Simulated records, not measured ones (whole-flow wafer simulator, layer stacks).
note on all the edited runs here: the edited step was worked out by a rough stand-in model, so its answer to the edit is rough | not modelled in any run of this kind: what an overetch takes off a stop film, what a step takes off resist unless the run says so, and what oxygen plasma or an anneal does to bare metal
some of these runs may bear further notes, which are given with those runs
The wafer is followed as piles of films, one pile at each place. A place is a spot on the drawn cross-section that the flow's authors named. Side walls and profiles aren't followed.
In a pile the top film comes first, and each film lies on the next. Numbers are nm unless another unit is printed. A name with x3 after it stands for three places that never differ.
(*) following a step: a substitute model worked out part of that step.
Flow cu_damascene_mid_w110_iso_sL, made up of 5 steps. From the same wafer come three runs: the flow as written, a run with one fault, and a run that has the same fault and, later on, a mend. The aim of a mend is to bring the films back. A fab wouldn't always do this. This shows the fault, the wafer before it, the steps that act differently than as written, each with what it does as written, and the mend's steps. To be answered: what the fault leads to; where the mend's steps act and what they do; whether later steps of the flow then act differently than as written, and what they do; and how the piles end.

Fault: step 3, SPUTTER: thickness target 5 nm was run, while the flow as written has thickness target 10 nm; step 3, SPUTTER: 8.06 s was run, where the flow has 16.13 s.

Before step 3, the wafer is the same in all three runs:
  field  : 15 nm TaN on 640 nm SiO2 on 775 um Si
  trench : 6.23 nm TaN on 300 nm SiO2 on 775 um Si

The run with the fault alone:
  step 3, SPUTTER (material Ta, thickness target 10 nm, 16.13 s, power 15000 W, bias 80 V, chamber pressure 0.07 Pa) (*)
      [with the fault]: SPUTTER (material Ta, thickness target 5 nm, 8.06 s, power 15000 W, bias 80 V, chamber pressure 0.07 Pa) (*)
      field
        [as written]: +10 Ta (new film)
        [with the fault]: +5 Ta (new film)
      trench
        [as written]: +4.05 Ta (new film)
        [with the fault]: +2.02 Ta (new film)
  Later steps of the flow that are run all act as written at every place that is followed, up to a difference of at most 2% or 0.5 nm, whichever is larger.
  By the end, the piles at field, trench depart from the flow's by more than 2% or 0.5 nm, whichever is larger.
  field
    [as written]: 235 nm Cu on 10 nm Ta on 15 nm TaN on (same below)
    [with the fault]: 235 nm Cu on 5 nm Ta on 15 nm TaN on (same below)
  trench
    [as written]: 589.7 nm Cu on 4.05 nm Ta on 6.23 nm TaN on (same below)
    [with the fault]: 586.7 nm Cu on 2.02 nm Ta on 6.23 nm TaN on (same below)

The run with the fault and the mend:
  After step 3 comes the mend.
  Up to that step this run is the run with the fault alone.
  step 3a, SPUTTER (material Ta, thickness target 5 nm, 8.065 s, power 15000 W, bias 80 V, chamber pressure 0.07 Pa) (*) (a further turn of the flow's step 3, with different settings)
      field
        +5 Ta
      trench
        +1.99 Ta
  Later steps of the flow that are run all act as written at every place that is followed.
  When the end is reached, the piles differ only a little from the flow's at the places that both follow, at most by 2% or 0.5 nm, whichever is larger.
